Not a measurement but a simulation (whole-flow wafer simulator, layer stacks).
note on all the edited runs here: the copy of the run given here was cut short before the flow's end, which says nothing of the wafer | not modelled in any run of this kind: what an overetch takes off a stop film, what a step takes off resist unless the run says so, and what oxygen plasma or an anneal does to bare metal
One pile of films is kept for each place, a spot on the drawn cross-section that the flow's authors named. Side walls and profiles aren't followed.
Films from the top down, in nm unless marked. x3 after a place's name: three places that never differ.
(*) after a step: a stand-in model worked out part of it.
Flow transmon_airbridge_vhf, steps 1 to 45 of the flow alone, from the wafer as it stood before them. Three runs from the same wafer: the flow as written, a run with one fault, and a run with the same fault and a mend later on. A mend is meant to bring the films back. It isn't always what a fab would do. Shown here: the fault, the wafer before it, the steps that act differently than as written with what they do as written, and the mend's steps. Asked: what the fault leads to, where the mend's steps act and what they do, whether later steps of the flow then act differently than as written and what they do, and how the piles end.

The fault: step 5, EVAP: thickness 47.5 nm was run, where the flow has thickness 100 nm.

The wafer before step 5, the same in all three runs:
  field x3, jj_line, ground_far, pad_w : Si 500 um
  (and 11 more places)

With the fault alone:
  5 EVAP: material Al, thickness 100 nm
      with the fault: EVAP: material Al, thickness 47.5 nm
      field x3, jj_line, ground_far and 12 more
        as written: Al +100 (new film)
        with the fault: Al +47.5 (new film)
  Later steps of the flow that act differently than as written (11 more steps differ only slightly, by at most 2% or 0.5 nm, whichever is larger, and aren't shown):
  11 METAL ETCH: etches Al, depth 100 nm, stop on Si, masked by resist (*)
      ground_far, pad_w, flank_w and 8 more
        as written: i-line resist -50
        with the fault: i-line resist -35.6
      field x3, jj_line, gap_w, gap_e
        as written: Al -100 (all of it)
        with the fault: Al -47.5 (all of it)
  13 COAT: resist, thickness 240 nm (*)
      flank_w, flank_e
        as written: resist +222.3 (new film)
        with the fault: resist +230.7 (new film)
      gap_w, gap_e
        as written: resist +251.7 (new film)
        with the fault: resist +246 (new film)
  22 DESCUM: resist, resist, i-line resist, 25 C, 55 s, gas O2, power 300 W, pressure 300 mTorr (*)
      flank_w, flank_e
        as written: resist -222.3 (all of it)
        with the fault: resist -230.7 (all of it)
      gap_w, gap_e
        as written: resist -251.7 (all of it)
        with the fault: resist -246 (all of it)
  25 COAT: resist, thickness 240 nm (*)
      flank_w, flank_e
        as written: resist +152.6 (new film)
        with the fault: resist +159 (new film)
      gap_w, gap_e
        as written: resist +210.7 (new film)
        with the fault: resist +205 (new film)
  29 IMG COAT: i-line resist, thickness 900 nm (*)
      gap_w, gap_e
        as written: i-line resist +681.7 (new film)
        with the fault: i-line resist +667.9 (new film)
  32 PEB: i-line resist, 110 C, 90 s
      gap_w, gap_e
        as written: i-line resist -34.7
        with the fault: i-line resist -34
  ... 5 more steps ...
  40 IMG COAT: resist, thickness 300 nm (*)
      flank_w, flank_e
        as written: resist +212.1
        with the fault: resist +219.6
  At the end the piles differ from the flow's by more than 2% or 0.5 nm, whichever is larger, at ground_far, pad_w, flank_w and 10 more.
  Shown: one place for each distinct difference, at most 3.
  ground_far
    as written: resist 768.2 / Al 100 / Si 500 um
    with the fault: resist 768.2 / Al 47.5 / Si 500 um
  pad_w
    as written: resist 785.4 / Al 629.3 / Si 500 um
    with the fault: resist 785.8 / Al 591.3 / Si 499.99 um
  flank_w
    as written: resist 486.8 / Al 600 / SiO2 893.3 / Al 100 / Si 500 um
    with the fault: resist 496.9 / Al 600 / SiO2 893 / Al 47.5 / Si 500 um

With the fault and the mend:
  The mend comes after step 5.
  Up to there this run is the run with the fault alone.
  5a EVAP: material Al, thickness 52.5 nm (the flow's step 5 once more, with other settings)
      field x3, jj_line, ground_far and 12 more
        Al +52.5
  No later step of the flow acts differently than as written at any place that is followed.
  At the end the piles are the same as the flow's at every place that both follow.
